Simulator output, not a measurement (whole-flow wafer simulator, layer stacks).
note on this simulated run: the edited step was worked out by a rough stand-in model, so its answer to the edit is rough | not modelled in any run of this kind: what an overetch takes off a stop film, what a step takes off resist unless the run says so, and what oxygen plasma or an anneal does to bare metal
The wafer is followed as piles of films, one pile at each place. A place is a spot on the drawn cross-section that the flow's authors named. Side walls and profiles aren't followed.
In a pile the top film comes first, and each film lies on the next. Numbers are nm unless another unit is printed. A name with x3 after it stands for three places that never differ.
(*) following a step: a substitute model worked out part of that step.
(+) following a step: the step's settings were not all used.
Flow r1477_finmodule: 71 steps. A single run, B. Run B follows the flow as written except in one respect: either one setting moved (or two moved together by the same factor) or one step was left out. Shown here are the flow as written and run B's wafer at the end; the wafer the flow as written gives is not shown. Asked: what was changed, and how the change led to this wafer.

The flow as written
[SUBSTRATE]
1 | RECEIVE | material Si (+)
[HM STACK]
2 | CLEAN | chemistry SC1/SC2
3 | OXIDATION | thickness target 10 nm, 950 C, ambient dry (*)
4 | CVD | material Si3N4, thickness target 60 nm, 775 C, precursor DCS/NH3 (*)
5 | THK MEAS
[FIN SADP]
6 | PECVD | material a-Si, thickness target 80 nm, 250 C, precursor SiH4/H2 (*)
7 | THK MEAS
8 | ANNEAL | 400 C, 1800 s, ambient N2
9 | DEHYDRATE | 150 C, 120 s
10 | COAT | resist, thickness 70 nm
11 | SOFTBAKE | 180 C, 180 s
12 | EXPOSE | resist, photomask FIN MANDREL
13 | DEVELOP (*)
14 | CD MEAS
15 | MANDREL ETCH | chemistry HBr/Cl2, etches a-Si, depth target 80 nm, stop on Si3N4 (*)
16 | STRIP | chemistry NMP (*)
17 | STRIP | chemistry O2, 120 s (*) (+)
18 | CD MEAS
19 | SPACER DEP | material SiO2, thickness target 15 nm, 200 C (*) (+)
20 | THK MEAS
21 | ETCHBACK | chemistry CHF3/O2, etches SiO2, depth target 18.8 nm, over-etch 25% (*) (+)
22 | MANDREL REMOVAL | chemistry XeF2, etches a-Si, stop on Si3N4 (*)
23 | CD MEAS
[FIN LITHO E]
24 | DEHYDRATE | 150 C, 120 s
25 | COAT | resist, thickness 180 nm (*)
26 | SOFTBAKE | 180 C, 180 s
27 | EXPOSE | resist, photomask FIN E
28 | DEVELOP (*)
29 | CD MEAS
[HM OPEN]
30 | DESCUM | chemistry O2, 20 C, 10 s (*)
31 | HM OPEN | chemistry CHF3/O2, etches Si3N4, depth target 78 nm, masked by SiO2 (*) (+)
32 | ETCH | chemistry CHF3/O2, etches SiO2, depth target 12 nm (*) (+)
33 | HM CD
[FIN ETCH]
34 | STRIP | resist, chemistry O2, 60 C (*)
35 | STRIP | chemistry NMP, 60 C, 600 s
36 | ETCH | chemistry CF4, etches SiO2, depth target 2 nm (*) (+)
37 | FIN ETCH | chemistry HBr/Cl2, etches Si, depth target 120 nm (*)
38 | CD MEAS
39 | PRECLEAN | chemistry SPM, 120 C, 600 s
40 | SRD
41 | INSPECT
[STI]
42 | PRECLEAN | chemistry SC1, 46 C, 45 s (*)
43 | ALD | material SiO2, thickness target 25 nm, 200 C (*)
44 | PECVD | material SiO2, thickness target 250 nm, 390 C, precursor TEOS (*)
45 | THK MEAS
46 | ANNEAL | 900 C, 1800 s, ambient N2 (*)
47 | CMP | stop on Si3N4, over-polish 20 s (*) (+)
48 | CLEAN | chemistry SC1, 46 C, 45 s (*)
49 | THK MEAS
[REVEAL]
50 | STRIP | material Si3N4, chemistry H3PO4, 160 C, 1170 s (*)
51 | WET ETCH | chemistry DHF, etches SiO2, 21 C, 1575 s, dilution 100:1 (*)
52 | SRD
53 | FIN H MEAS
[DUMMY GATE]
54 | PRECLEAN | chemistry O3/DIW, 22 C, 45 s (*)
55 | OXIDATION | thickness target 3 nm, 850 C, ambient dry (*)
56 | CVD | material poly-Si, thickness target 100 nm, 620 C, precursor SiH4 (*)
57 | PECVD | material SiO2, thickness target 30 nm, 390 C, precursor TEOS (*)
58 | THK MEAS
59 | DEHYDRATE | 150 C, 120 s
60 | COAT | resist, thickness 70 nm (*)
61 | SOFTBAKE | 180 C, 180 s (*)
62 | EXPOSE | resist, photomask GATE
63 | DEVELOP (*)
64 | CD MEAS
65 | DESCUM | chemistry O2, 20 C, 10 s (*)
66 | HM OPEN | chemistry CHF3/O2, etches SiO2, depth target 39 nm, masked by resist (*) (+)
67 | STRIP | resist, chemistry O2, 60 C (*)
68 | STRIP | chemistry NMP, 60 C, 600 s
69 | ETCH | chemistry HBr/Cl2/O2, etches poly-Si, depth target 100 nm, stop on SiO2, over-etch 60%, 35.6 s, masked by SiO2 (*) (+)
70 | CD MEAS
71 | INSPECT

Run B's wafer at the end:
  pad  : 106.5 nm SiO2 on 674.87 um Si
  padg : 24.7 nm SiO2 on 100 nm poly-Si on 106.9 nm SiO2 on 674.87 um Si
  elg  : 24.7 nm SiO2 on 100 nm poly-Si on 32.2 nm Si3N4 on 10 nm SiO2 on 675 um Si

What caused this: step 51, WET ETCH: 19.93 C was run, though the flow has 21 C.

Step by step, how the change led to this:
  51 | WET ETCH | chemistry DHF, etches SiO2, 21 C, 1575 s, dilution 100:1 (*)
      pad, padg, e40sg and 12 more: -82 SiO2 (as written it would have been: -85.7 SiO2)
      esg, s40cg, s45cg, s50cg, s40co, s45co, s50co: -75.7 SiO2 (as written it would have been: -79.1 SiO2)
  56 | CVD | material poly-Si, thickness target 100 nm, 620 C, precursor SiH4 (*)
      s40cg, s40co: +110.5 poly-Si (new film) (as written it would have been: +113.9 poly-Si (new film))
      s45cg, s45co: +110 poly-Si (new film) (as written it would have been: +113.4 poly-Si (new film))
      (and at 2 other places as well)
  60 | COAT | resist, thickness 70 nm (*)
      e40sg, eso, e40so: +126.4 resist (new film) (as written it would have been: +129.5 resist (new film))
      e100sg, e100so: +126.3 resist (new film) (as written it would have been: +129.4 resist (new film))
      (and at 8 other places as well)
  63 | DEVELOP (*)
      eso, e40so: -126.4 resist (all of it) (as written it would have been: -129.5 resist (all of it))
      e100so: -126.3 resist (all of it) (as written it would have been: -129.4 resist (all of it))
      (and at 4 other places as well)
  67 | STRIP | resist, chemistry O2, 60 C (*)
      e40sg: -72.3 resist (all of it) (as written it would have been: -75.4 resist (all of it))
      e100sg: -72.2 resist (all of it) (as written it would have been: -75.3 resist (all of it))
      (and at 4 other places as well)
  69 | ETCH | chemistry HBr/Cl2/O2, etches poly-Si, depth target 100 nm, stop on SiO2, over-etch 60%, 35.6 s, masked by SiO2 (*) (+)
      s40co: -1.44 chemical SiO2 (all of it), -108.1 poly-Si (all of it), -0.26 SiO2 (as written it would have been: -1.46 chemical SiO2 (all of it), -111.5 poly-Si (all of it), -0.24 SiO2)
      s45co: -1.44 chemical SiO2 (all of it), -107.6 poly-Si (all of it), -0.26 SiO2 (as written it would have been: -1.46 chemical SiO2 (all of it), -110.9 poly-Si (all of it), -0.25 SiO2)
      (and at 1 other place as well)
